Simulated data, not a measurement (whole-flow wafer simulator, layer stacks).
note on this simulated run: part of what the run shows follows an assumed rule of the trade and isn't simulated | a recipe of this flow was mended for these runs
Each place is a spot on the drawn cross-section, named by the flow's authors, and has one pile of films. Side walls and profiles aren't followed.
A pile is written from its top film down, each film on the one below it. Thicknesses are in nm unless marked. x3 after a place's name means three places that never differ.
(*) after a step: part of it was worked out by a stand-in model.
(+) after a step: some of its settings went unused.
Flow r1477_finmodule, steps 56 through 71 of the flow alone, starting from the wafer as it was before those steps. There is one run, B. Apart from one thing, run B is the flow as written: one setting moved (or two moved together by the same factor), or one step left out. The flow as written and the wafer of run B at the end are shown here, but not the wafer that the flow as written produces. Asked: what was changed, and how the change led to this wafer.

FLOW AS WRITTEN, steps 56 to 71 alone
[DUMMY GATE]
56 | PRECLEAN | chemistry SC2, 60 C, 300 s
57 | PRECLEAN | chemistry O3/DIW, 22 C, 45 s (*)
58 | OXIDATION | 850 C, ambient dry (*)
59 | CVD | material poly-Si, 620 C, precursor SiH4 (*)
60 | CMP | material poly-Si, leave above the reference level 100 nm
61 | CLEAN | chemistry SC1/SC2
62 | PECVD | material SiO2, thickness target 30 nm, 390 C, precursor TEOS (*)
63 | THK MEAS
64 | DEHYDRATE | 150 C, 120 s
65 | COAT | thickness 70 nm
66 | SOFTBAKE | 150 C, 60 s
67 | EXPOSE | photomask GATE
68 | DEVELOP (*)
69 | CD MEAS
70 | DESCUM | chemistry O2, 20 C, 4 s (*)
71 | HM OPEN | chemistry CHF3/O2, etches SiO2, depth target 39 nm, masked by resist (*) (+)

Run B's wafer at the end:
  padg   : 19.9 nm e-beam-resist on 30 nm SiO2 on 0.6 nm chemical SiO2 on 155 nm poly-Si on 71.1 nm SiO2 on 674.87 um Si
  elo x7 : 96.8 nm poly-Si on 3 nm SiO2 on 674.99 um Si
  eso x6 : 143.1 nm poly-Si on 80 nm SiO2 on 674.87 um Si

The reason: step 71, HM OPEN: depth target 45.3 nm was run, though the flow has depth target 39 nm.

Step by step, how the change led to this:
  71 | HM OPEN | chemistry CHF3/O2, etches SiO2, depth target 39 nm, masked by resist (*) (+)
      pad, elo x7, eso x6, e200so, s40co x3: -30 SiO2 (all of it), -0.6 chemical SiO2 (all of it), -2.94 poly-Si (it would be, as written: -30 SiO2 (all of it), -0.6 chemical SiO2 (all of it), -1.68 poly-Si)
      padg, elg x7, esg x6, e200sg, s40cg x3: -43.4 e-beam-resist (it would be, as written: -37.4 e-beam-resist)
